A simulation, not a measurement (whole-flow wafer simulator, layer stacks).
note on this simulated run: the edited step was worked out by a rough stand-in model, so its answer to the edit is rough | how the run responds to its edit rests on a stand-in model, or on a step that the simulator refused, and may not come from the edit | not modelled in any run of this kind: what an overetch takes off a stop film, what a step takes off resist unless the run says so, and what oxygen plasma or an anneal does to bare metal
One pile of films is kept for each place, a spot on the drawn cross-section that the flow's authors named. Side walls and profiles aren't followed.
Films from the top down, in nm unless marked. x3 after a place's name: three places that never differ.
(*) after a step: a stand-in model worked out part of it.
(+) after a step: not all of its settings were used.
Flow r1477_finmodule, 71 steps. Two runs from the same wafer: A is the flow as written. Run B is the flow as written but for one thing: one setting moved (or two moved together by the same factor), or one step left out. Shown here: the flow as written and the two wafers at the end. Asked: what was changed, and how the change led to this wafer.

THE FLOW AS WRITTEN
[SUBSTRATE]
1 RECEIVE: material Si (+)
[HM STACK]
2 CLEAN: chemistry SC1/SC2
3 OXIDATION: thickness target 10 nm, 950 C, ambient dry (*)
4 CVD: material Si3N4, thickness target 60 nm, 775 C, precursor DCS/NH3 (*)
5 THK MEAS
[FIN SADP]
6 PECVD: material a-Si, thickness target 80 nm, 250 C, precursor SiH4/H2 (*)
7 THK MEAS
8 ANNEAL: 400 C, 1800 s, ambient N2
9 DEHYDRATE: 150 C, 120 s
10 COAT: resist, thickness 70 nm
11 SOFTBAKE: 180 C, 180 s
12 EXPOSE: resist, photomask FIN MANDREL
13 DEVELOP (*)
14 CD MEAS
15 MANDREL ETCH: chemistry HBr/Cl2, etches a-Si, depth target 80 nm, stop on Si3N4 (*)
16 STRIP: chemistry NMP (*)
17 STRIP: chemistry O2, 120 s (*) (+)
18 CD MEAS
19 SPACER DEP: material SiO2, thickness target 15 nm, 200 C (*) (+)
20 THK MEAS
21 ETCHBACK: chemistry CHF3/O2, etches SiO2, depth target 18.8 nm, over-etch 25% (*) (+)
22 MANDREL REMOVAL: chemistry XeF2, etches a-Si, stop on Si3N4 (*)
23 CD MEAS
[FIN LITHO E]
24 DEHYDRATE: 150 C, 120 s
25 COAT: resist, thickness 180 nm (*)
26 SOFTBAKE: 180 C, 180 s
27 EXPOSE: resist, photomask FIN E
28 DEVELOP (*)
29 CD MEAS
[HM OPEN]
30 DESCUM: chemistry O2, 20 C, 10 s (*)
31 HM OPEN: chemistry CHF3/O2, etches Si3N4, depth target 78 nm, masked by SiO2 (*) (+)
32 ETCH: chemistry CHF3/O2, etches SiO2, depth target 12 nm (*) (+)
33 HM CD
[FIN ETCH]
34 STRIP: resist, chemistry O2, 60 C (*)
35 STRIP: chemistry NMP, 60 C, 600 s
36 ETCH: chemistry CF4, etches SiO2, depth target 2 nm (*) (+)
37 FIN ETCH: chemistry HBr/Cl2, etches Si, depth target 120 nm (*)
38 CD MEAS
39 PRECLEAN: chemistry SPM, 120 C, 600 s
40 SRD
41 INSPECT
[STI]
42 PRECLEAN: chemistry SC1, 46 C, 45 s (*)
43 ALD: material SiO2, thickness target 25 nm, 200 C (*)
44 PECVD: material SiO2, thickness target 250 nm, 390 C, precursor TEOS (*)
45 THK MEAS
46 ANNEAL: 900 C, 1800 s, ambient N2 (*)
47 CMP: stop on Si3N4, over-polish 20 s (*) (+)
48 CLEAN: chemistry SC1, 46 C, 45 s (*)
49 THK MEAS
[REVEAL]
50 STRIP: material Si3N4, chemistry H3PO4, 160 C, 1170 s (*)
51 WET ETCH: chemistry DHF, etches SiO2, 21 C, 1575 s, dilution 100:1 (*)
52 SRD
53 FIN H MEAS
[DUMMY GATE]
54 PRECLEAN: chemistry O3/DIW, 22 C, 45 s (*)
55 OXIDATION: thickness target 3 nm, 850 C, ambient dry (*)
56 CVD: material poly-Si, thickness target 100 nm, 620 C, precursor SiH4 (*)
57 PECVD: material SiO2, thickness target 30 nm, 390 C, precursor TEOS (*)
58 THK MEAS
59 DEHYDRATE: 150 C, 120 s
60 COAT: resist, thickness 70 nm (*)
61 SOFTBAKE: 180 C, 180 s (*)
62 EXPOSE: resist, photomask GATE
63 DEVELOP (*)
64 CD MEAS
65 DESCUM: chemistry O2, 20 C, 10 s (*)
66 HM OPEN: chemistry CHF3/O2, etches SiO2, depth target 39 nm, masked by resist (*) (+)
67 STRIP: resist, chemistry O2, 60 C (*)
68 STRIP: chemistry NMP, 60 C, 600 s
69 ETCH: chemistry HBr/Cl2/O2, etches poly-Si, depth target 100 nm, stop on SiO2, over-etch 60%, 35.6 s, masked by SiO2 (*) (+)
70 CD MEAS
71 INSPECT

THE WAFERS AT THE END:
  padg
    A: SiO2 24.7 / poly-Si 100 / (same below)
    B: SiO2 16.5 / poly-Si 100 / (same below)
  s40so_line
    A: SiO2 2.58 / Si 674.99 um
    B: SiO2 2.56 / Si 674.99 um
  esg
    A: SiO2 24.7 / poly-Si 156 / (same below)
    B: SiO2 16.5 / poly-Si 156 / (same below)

The cause: step 57, PECVD: thickness target 21.8 nm was run, where the flow has thickness target 30 nm.

How the change led to this, step by step:
  57 PECVD: material SiO2, thickness target 30 nm, 390 C, precursor TEOS (*)
      pad, padg, elg and 33 more: A SiO2 +30 (new film) | B SiO2 +21.8 (new film)
  66 HM OPEN: chemistry CHF3/O2, etches SiO2, depth target 39 nm, masked by resist (*) (+)
      pad, elo, eso and 15 more: A SiO2 -30 (all of it), poly-Si -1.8 | B SiO2 -21.8 (all of it), poly-Si -2.18
      padg, elg, esg and 15 more: A resist -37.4 | B resist -31.3
  67 STRIP: resist, chemistry O2, 60 C (*)
      padg, elg, esg: A resist -15.9 (all of it) | B resist -21.9 (all of it)
      e40lg, e100lg, e200lg: A resist -12.8 (all of it) | B resist -18.8 (all of it)
      (and at 12 more places)
